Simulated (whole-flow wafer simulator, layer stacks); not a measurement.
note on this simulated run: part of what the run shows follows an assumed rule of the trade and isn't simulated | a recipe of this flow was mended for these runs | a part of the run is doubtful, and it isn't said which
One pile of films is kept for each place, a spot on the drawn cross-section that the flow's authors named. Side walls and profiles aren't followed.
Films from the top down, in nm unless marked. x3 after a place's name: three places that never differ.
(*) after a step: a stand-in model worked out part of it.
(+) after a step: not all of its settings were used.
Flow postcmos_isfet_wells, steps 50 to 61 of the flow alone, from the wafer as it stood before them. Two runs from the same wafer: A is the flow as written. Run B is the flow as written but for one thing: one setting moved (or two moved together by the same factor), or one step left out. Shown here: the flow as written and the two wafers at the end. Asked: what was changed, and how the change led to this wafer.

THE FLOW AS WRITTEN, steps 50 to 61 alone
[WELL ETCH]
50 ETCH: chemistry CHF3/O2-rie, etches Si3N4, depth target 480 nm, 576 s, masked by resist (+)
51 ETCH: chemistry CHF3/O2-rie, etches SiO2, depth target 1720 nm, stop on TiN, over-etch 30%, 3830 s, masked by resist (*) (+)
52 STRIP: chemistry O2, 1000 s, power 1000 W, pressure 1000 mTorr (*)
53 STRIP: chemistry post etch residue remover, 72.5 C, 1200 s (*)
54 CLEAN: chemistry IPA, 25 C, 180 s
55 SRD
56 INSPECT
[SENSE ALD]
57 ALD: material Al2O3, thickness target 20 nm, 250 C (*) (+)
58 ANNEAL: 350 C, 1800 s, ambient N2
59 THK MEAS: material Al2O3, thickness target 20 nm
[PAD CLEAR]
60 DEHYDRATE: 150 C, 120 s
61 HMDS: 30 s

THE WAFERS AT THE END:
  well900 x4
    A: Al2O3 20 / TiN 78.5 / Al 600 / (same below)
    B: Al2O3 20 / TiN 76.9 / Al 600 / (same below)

The cause: step 50, ETCH: depth target 408 nm was run, where the flow has depth target 480 nm; step 50, ETCH: 490 s was run, where the flow has 576 s.

How the change led to this, step by step:
  50 ETCH: chemistry CHF3/O2-rie, etches Si3N4, depth target 480 nm, 576 s, masked by resist (+)
      well900 x4: A Si3N4 -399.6 (all of it), SiO2 -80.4 | B Si3N4 -347.1
      field, margin x2, pad_clr, pad_open: A thick-g/i-line-resist -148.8 | B thick-g/i-line-resist -126.6
  51 ETCH: chemistry CHF3/O2-rie, etches SiO2, depth target 1720 nm, stop on TiN, over-etch 30%, 3830 s, masked by resist (*) (+)
      well900 x4: A SiO2 -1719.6 (all of it), TiN -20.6 | B Si3N4 -52.6 (all of it), SiO2 -1800 (all of it), TiN -22.2
